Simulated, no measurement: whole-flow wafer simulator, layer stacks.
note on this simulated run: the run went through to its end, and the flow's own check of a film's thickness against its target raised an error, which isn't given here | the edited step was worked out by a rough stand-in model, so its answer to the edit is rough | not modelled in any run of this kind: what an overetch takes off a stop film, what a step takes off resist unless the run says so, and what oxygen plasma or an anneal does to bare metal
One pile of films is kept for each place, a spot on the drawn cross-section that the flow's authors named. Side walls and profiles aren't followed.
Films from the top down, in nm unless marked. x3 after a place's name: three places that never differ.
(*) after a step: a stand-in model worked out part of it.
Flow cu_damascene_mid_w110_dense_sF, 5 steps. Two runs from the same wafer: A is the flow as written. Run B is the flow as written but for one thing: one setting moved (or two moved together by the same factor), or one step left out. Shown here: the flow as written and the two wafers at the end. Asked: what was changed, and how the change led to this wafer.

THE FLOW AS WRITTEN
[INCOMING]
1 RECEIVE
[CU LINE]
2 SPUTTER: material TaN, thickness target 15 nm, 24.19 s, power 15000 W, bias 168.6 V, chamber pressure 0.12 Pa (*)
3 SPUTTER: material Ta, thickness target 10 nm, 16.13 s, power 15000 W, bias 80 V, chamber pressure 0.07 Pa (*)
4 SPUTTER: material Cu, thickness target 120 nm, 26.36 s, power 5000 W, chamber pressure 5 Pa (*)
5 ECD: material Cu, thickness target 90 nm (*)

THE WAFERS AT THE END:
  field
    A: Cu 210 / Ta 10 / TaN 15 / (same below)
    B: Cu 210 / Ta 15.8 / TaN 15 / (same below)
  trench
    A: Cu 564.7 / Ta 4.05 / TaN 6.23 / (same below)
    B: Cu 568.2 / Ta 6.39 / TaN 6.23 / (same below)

The cause: step 3, SPUTTER: thickness target 15.8 nm was run, where the flow has thickness target 10 nm; step 3, SPUTTER: 25.4 s was run, where the flow has 16.13 s.
It can be read off the wafer: field has Ta 15.8, and step 3 as written asks for 10 nm.

How the change led to this, step by step:
  3 SPUTTER: material Ta, thickness target 10 nm, 16.13 s, power 15000 W, bias 80 V, chamber pressure 0.07 Pa (*)
      field: A Ta +10 (new film) | B Ta +15.8 (new film)
      trench: A Ta +4.05 (new film) | B Ta +6.39 (new film)
